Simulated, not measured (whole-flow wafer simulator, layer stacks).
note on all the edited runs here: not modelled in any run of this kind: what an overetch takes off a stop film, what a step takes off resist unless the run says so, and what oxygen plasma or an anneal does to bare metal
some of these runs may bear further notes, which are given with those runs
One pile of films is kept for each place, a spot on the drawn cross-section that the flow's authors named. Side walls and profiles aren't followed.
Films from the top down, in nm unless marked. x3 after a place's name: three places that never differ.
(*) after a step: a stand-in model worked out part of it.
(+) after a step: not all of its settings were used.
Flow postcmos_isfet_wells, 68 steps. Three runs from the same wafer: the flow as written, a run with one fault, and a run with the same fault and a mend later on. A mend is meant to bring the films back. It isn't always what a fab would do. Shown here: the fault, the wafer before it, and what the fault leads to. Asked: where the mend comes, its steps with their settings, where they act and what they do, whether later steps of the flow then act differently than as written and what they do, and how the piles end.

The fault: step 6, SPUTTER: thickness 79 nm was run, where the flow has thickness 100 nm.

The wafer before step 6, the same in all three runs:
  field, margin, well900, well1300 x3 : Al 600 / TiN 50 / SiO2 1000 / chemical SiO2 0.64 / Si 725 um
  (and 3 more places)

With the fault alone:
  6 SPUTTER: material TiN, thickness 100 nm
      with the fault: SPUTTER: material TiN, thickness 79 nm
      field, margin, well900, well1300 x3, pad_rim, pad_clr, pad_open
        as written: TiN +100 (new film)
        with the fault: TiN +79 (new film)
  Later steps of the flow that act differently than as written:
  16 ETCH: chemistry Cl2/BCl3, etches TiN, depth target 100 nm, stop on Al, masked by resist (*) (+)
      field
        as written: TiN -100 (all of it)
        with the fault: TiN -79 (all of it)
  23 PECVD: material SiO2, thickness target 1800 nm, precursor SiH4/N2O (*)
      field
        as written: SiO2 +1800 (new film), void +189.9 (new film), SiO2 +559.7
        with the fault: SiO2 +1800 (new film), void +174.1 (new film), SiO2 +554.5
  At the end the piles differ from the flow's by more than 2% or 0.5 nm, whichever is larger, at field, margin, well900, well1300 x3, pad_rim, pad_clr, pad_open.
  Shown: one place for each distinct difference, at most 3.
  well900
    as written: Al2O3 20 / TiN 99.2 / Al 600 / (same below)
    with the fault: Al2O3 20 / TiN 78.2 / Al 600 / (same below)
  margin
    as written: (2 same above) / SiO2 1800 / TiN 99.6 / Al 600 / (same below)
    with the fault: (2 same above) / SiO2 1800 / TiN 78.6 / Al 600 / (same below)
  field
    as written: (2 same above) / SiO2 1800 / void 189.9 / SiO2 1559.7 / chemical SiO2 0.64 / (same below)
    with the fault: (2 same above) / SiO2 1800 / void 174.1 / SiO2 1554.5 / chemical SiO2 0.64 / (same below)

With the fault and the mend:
  The mend comes after step 15.
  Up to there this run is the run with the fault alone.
  15a STRIP: chemistry O2, 600 s (+)
      margin, well900, well1300 x3, pad_rim, pad_clr, pad_open
        KrF resist -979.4 (all of it)
  15b SPUTTER: material TiN, thickness 21 nm (the flow's step 6 once more, with other settings)
      field, margin, well900, well1300 x3, pad_rim, pad_clr, pad_open
        TiN +21
  15c HMDS: 30 s (the flow's step 8 once more)
      changes no film at any place that is followed
  15d COAT: KrF resist (the flow's step 9 once more)
      field, margin, well900, well1300 x3, pad_rim, pad_clr, pad_open
        KrF resist +1000 (new film)
  15e SOFTBAKE: material KrF resist (the flow's step 10 once more)
      changes no film at any place that is followed
  15f EBR (the flow's step 11 once more)
      changes no film at any place that is followed
  15g EXPOSE: photomask PLATE, NA 0.55, wavelength 248 nm (*) (the flow's step 12 once more)
      changes no film at any place that is followed
  15h PEB (the flow's step 13 once more)
      field, margin, well900, well1300 x3, pad_rim, pad_clr, pad_open
        KrF resist -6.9
  15i DEVELOP: 60 s (the flow's step 14 once more)
      margin, well900, well1300 x3, pad_rim, pad_clr, pad_open
        KrF resist -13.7
      field
        KrF resist -993.1 (all of it)
  No later step of the flow acts differently than as written at any place that is followed.
  At the end the piles are the same as the flow's at every place that both follow.
